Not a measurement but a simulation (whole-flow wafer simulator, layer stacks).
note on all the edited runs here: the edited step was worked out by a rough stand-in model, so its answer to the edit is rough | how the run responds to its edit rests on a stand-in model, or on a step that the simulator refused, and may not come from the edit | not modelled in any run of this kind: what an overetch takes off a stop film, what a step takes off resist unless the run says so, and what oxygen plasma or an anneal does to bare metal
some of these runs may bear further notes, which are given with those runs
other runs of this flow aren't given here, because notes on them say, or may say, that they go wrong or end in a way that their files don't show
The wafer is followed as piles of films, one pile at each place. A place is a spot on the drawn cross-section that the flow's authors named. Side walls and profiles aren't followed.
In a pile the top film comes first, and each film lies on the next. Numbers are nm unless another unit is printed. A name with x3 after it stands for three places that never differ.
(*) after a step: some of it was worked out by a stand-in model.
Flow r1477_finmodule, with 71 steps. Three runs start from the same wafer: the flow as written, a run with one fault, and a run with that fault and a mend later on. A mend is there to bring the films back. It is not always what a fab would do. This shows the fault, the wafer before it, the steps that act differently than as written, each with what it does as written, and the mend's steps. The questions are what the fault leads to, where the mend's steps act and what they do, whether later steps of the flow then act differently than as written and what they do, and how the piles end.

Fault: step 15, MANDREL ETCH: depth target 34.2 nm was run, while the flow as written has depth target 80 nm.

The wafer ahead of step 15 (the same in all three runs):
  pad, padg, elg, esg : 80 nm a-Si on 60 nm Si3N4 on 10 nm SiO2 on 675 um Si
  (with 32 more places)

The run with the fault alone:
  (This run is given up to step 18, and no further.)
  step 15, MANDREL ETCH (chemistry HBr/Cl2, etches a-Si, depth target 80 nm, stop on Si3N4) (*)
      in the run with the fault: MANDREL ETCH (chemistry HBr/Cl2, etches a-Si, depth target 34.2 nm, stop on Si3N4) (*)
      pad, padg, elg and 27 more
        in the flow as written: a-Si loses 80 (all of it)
        in the run with the fault: a-Si loses 34.2
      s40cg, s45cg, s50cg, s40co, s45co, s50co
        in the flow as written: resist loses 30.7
        in the run with the fault: resist loses 13.1
  Steps later in the flow that act otherwise than as written:
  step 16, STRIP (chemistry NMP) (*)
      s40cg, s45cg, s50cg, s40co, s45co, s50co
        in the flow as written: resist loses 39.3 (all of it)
        in the run with the fault: resist loses 56.9 (all of it)
  The piles after step 18 differ from the flow's at pad, padg, elg and 27 more by more than 2% or 0.5 nm, whichever is larger.
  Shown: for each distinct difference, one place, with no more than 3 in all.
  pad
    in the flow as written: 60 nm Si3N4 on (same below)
    in the run with the fault: 45.8 nm a-Si on 60 nm Si3N4 on (same below)

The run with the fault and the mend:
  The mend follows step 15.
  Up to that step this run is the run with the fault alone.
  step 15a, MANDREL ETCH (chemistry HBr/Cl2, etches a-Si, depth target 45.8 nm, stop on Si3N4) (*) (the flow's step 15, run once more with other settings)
      pad, padg, elg and 27 more
        a-Si loses 45.8 (all of it)
      s40cg, s45cg, s50cg, s40co, s45co, s50co
        resist loses 17.6
  Later steps of the flow that are run all act as written at every place that is followed.
  By the end, the piles equal the flow's at every place that both follow.
